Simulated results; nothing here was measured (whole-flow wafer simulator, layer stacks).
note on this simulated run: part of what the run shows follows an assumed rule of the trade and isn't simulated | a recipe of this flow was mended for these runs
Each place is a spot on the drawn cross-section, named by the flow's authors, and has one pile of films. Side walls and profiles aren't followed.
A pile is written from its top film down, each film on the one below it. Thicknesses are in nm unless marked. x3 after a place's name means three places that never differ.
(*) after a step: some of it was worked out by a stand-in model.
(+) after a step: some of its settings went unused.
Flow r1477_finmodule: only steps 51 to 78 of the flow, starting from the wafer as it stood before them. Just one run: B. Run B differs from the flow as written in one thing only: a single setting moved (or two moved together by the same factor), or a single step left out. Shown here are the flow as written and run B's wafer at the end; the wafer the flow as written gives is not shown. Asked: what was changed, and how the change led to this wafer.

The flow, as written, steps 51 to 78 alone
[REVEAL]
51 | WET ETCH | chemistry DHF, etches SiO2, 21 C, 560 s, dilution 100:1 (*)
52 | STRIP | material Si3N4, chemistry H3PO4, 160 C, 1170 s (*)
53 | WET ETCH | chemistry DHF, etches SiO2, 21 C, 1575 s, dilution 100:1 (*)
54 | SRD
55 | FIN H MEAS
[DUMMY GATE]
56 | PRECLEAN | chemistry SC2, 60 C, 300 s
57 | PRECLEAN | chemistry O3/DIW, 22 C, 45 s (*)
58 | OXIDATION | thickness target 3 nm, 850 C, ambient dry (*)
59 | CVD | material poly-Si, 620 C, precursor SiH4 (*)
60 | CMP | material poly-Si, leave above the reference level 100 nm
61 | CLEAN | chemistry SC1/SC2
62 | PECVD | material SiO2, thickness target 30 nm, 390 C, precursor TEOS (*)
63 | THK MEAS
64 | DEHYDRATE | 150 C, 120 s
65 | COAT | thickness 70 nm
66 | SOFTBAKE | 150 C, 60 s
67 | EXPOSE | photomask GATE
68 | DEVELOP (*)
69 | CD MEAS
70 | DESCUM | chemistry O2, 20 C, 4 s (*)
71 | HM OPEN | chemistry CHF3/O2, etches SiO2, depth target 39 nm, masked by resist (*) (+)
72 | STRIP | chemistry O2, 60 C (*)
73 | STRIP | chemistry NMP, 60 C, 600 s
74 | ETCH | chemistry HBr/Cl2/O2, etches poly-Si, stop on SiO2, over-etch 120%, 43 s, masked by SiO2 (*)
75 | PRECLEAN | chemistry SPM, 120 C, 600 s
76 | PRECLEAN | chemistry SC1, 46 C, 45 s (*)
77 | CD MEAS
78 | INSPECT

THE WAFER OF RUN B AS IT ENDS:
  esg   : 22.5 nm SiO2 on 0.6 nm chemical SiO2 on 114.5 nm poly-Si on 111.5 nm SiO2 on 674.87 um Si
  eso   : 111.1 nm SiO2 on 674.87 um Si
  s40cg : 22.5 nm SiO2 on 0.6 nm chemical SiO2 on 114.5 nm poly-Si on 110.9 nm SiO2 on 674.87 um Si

Cause: step 53, WET ETCH: 945 s was run, though the flow has 1575 s.

How this came from the change, step by step:
  53 | WET ETCH | chemistry DHF, etches SiO2, 21 C, 1575 s, dilution 100:1 (*)
      esg, e40sg, e100sg and 17 more: -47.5 SiO2 (it would be, as written: -79.1 SiO2)
      pad, padg: -51.4 SiO2 (it would be, as written: -85.7 SiO2)
  59 | CVD | material poly-Si, 620 C, precursor SiH4 (*)
      e100sg, s40sg, s50cg, e100so, s40so, s50co: +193 poly-Si (new film) (it would be, as written: +226.3 poly-Si (new film))
      s40cg, s50sg, s40co, s50so: +193.6 poly-Si (new film) (it would be, as written: +226.3 poly-Si (new film))
      (also at 10 further places)
  60 | CMP | material poly-Si, leave above the reference level 100 nm
      e100sg, s40sg, s50cg, e100so, s40so, s50co: -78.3 poly-Si (it would be, as written: -80 poly-Si)
      pad, padg: -59 poly-Si (it would be, as written: -24.8 poly-Si)
  74 | ETCH | chemistry HBr/Cl2/O2, etches poly-Si, stop on SiO2, over-etch 120%, 43 s, masked by SiO2 (*)
      eso, e40so, e100so and 7 more: -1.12 chemical SiO2 (all of it), -112.3 poly-Si (all of it), -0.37 SiO2 (it would be, as written: -1.12 chemical SiO2 (all of it), -143.9 poly-Si (all of it), -0.22 SiO2)
      pad: -1.12 chemical SiO2 (all of it), -118.6 poly-Si (all of it), -0.34 SiO2 (it would be, as written: -1.12 chemical SiO2 (all of it), -152.8 poly-Si (all of it), -0.17 SiO2)
